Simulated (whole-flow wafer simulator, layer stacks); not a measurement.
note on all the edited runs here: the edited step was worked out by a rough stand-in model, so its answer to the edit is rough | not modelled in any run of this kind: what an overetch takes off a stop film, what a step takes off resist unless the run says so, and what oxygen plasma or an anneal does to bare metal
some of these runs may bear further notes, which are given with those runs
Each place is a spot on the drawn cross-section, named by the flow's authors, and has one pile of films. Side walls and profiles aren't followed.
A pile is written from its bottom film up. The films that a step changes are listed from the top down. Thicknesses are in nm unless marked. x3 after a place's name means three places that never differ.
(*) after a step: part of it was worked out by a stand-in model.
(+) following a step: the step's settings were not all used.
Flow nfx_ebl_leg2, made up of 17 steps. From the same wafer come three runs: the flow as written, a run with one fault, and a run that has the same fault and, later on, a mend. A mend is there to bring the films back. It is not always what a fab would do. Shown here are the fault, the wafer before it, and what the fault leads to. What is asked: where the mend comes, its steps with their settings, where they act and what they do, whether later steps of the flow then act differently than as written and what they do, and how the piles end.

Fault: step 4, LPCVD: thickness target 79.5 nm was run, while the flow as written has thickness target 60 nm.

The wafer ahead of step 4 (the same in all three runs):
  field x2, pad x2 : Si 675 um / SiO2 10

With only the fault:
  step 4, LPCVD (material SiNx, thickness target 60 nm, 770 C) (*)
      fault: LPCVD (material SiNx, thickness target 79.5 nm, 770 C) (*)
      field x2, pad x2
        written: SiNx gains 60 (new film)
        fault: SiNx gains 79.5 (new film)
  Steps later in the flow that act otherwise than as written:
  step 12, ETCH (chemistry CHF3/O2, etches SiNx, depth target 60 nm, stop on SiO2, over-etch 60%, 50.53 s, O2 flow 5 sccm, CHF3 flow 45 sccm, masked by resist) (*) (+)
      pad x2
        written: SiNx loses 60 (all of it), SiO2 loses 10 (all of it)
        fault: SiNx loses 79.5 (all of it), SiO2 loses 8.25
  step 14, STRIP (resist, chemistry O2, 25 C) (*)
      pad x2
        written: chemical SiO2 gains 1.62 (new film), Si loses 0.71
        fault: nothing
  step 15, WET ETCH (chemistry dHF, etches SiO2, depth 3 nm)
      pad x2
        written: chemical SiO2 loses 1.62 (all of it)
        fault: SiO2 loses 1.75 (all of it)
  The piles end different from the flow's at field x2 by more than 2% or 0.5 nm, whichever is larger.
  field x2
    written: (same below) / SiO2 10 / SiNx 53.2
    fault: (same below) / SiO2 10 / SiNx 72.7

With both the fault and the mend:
  The mend stands after step 5.
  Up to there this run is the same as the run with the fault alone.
  step 5a, ETCH (chemistry h3po4, depth target 91.42 nm)
      field x2, pad x2
        SiNx loses 79.5 (all of it)
  step 5b, CLEAN (chemistry SC1/SC2) (the flow's step 2, run once more)
      does not change any film at any place that is followed
  step 5c, LPCVD (material SiNx, thickness target 60 nm, 770 C) (*) (the flow's step 4, run once more)
      field x2, pad x2
        SiNx gains 60 (new film)
  Later steps of the flow that are run all act as written at every place that is followed.
  The piles end the same as the flow's at every place that both follow.
